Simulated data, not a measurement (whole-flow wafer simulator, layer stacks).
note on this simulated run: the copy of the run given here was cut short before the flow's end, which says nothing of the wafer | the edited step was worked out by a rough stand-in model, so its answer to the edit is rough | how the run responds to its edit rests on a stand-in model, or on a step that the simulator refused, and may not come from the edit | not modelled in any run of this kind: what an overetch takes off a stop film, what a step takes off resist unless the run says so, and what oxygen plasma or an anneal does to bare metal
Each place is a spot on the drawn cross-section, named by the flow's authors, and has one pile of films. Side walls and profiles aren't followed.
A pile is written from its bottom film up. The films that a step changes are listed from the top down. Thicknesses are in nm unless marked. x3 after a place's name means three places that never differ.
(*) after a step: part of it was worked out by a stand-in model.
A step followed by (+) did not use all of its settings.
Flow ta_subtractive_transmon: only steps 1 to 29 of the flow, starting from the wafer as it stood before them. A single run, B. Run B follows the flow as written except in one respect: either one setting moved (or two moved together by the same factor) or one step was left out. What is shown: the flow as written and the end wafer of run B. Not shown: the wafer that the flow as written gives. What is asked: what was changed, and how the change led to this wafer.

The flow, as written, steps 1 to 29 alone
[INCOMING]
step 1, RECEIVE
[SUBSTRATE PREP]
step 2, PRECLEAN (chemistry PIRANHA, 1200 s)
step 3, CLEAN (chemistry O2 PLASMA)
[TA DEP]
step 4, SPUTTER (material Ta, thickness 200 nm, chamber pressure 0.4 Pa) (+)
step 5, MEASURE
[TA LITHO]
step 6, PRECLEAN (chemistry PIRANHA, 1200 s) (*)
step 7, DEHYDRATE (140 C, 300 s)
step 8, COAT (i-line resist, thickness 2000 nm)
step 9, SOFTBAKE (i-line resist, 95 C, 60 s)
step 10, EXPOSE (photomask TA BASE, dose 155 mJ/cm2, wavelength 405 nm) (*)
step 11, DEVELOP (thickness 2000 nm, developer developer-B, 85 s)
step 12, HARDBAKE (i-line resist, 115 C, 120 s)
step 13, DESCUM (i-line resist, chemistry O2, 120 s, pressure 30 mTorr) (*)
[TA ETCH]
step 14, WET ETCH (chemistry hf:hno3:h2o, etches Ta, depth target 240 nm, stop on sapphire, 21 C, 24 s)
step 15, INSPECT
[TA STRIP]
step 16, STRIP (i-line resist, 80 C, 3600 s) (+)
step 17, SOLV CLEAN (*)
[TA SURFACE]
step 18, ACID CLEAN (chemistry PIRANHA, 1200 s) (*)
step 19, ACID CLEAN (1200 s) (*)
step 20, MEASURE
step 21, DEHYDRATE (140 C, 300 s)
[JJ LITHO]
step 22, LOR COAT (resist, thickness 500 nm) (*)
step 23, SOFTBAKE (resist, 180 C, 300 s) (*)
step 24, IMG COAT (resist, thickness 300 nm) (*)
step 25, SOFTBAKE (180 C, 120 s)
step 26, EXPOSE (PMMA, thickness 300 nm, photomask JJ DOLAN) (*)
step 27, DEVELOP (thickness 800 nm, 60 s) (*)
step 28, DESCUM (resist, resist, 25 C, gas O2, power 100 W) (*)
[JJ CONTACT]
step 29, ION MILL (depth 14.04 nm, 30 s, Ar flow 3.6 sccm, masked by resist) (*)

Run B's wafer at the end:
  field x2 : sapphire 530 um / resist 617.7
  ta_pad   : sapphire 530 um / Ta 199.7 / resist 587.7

What caused this: step 24, IMG COAT: thickness 150 nm was run, while the flow as written has thickness 300 nm.

The path from the change to this, step by step:
  step 24, IMG COAT (resist, thickness 300 nm) (*)
      field x2, jj_line: resist gains 150 (in the flow as written it would be: resist gains 300)
      lead: resist gains 158.1 (in the flow as written it would be: resist gains 312.6)
      (and at 2 other places as well)
  step 27, DEVELOP (thickness 800 nm, 60 s) (*)
      jj_line: resist loses 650 (all of it) (in the flow as written it would be: resist loses 800 (all of it))
      lead: resist loses 712.9 (all of it) (in the flow as written it would be: resist loses 867.4 (all of it))
      (and at 1 other place as well)
